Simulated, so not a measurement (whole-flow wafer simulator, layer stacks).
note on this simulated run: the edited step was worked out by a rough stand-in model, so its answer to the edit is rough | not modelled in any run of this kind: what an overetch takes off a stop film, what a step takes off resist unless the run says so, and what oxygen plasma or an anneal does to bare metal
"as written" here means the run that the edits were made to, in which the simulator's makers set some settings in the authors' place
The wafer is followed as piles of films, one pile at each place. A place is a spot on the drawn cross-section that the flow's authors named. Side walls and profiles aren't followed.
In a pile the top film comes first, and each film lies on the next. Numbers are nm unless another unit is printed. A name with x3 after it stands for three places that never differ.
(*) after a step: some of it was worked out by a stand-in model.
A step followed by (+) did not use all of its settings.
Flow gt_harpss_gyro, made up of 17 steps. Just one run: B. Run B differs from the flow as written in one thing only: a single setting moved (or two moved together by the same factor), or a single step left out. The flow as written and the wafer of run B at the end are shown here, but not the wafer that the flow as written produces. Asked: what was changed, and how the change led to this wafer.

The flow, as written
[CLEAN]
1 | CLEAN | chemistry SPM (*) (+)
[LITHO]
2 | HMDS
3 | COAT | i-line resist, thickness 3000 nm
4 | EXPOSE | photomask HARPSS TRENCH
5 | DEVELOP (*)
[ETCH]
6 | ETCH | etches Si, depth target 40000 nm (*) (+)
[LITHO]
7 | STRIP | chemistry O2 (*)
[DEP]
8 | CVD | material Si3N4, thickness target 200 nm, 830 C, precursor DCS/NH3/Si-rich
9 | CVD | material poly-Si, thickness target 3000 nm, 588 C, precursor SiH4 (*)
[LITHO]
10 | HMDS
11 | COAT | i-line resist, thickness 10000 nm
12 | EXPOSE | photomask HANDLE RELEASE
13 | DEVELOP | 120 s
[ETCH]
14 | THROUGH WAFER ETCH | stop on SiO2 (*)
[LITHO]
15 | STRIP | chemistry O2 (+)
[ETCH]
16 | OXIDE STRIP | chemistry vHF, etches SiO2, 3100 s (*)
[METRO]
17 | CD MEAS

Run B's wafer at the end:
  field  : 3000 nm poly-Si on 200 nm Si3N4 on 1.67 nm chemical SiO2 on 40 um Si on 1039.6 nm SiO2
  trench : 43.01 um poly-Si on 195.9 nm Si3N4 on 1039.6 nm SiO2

Cause: step 16, OXIDE STRIP: 1240 s was run, though the flow has 3100 s.

The path from the change to this, step by step:
  16 | OXIDE STRIP | chemistry vHF, etches SiO2, 3100 s (*)
      field: under 4 films: SiO2 loses 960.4 (in the flow as written it would be: under 4 films: SiO2 loses 2000 (all of it))
      trench: under 2 films: SiO2 loses 960.4 (in the flow as written it would be: under 2 films: SiO2 loses 2000 (all of it))
